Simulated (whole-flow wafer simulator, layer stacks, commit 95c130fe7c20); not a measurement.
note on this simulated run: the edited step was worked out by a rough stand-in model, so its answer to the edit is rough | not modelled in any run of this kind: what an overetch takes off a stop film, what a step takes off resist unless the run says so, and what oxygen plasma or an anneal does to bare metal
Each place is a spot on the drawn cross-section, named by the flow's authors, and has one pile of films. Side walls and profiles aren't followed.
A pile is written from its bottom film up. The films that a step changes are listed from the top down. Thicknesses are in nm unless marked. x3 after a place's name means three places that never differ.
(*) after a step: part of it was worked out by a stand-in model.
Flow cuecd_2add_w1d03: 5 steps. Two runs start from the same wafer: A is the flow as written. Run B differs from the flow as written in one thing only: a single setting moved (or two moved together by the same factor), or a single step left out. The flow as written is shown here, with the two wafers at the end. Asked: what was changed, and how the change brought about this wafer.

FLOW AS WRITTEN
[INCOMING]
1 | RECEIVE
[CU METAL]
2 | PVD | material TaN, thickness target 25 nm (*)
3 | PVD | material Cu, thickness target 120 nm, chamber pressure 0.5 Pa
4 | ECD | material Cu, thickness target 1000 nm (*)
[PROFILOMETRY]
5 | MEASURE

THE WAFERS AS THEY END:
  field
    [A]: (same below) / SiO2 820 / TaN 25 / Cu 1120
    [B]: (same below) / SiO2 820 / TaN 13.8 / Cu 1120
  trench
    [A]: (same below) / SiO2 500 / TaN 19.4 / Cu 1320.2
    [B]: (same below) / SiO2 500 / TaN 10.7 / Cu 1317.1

Cause: step 2, PVD: thickness target 13.8 nm was run, though the flow has thickness target 25 nm.
One can read it off the wafer: field has TaN 13.8, and step 2 as written asks for 25 nm.

Step by step, how the change led to this:
  2 | PVD | material TaN, thickness target 25 nm (*)
      field: A +25 TaN (new film) | B +13.8 TaN (new film)
      trench: A +19.4 TaN (new film) | B +10.7 TaN (new film)
